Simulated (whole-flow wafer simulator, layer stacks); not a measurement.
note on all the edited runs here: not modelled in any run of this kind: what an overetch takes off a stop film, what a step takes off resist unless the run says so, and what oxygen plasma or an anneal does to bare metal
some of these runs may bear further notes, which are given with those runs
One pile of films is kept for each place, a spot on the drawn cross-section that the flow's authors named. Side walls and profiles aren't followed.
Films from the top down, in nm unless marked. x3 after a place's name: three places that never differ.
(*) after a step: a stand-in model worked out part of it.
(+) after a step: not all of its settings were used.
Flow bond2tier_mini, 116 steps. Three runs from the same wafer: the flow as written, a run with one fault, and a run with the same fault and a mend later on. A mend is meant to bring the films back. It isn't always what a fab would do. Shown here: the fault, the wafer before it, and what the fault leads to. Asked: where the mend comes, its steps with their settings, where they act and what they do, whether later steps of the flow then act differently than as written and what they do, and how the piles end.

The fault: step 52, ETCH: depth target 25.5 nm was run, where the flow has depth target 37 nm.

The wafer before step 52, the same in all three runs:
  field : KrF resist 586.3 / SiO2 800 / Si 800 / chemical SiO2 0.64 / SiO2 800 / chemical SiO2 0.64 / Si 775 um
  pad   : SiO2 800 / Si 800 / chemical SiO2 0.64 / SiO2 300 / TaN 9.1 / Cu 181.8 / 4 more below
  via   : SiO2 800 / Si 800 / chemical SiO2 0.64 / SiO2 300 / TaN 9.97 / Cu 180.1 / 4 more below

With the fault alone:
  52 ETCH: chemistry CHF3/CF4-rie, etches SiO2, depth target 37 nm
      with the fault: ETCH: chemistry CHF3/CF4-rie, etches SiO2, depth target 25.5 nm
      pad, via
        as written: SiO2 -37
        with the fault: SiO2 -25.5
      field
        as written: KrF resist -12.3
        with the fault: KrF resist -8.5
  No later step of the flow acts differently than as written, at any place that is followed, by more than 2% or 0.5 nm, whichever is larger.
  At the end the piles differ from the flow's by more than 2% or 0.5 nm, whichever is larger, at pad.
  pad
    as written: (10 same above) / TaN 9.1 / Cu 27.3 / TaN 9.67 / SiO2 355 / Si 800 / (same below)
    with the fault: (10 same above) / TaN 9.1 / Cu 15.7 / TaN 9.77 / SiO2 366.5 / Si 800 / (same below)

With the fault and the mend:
  The mend comes after step 53.
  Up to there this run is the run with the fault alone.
  53a COAT: KrF resist, thickness 600 nm (*) (the flow's step 47 once more)
      field
        KrF resist +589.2 (new film)
      pad
        KrF resist +611.3 (new film)
      via
        KrF resist +609.9 (new film)
  53b SOFTBAKE: KrF resist (the flow's step 48 once more)
      changes no film at any place that is followed
  53c EXPOSE: photomask T2TRIM, NA 0.6 (the flow's step 49 once more)
      changes no film at any place that is followed
  53d PEB: KrF resist (the flow's step 50 once more)
      changes no film at any place that is followed
  53e DEVELOP: developer TMAH-0.26N, 60 s (the flow's step 51 once more)
      field
        KrF resist -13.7
      pad
        KrF resist -611.3 (all of it)
      via
        KrF resist -609.9 (all of it)
  53f ETCH: chemistry CHF3/CF4-rie, etches SiO2, depth target 11.5 nm (the flow's step 52 once more, with other settings)
      pad, via
        SiO2 -11.5
      field
        KrF resist -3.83
  53g STRIP: chemistry O2, over-ash 100% (+) (the flow's step 53 once more)
      field
        KrF resist -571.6 (all of it)
  No later step of the flow acts differently than as written at any place that is followed.
  At the end the piles are the same as the flow's at every place that both follow.
